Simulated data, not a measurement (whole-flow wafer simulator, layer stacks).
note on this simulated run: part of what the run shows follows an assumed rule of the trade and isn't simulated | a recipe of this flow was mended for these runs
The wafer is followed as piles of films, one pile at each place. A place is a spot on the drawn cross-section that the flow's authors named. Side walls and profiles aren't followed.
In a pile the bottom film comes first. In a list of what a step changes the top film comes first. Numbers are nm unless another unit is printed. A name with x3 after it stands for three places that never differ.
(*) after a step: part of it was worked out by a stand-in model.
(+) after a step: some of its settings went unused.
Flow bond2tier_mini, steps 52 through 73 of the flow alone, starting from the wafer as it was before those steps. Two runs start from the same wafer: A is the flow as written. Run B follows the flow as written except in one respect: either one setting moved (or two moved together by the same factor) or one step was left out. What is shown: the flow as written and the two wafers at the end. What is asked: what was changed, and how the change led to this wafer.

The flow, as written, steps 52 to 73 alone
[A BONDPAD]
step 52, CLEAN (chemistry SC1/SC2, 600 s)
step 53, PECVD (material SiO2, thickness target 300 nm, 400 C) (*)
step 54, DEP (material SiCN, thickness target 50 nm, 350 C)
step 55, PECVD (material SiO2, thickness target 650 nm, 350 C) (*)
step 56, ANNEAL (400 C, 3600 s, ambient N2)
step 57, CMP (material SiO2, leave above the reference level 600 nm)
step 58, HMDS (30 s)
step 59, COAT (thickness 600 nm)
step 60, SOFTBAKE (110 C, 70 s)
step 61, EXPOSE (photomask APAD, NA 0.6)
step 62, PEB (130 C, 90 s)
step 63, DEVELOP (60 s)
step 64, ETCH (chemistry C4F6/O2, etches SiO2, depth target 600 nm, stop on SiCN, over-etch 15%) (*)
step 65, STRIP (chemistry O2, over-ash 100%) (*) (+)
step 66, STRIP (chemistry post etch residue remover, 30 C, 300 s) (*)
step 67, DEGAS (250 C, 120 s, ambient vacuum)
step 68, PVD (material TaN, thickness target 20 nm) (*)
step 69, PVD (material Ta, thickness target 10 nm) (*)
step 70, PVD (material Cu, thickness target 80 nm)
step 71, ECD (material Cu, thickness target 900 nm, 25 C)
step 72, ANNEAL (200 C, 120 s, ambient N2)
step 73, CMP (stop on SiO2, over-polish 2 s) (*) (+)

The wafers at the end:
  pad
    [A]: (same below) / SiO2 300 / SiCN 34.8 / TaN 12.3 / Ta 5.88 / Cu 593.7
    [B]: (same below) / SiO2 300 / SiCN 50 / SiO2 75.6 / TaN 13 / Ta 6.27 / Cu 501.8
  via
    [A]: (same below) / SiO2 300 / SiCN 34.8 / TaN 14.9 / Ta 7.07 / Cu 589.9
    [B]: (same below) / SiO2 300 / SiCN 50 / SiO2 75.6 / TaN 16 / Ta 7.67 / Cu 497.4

Cause: step 64, ETCH: depth target 456 nm was run, while the flow as written has depth target 600 nm.

How this came from the change, step by step:
  step 64, ETCH (chemistry C4F6/O2, etches SiO2, depth target 600 nm, stop on SiCN, over-etch 15%) (*)
      pad, via: A -600 SiO2 (all of it), -15.2 SiCN | B -524.4 SiO2
      field: A -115 thick-KrF-resist | B -87.4 thick-KrF-resist
  step 65, STRIP (chemistry O2, over-ash 100%) (*) (+)
      field: A -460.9 thick-KrF-resist (all of it) | B -488.5 thick-KrF-resist (all of it)
  step 68, PVD (material TaN, thickness target 20 nm) (*)
      pad: A +12.3 TaN (new film) | B +13 TaN (new film)
      via: A +14.9 TaN (new film) | B +16 TaN (new film)
  step 69, PVD (material Ta, thickness target 10 nm) (*)
      via: A +7.07 Ta (new film) | B +7.67 Ta (new film)
  step 70, PVD (material Cu, thickness target 80 nm)
      pad: A +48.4 Cu (new film) | B +51.4 Cu (new film)
      via: A +59 Cu (new film) | B +63.5 Cu (new film)
  step 71, ECD (material Cu, thickness target 900 nm, 25 C)
      pad: A +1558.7 Cu | B +1463.7 Cu
      via: A +1544.3 Cu | B +1447.3 Cu
